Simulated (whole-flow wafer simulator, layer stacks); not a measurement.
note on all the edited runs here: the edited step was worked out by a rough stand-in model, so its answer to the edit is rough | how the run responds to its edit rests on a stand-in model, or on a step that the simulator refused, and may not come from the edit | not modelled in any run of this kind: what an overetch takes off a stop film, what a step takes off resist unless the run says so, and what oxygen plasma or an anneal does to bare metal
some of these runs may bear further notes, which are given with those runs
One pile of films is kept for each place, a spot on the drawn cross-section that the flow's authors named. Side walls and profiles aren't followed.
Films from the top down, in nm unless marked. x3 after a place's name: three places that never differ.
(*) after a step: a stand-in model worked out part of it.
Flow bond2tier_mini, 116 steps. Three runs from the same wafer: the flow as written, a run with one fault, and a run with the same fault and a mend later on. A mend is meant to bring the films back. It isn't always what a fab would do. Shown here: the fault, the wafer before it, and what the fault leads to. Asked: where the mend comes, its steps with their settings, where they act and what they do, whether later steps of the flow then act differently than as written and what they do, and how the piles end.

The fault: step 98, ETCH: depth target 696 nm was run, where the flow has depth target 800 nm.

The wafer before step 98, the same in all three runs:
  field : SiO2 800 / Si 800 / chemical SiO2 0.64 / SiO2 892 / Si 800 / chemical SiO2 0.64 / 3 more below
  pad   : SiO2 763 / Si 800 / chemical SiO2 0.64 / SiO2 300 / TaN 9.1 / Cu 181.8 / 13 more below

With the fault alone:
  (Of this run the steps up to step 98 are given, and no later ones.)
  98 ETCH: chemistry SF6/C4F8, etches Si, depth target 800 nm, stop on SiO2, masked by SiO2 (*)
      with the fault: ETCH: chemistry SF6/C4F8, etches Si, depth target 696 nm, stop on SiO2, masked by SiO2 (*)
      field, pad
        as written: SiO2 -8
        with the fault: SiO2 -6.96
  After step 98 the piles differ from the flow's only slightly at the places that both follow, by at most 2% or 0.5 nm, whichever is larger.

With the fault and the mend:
  The mend comes after step 98.
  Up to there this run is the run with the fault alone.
  98a ETCH: chemistry SF6/C4F8, etches Si, depth target 104 nm, stop on SiO2, masked by SiO2 (*) (the flow's step 98 once more, with other settings)
      field, pad
        SiO2 -1.04
  No later step of the flow acts differently than as written at any place that is followed.
  At the end the piles are the same as the flow's at every place that both follow.
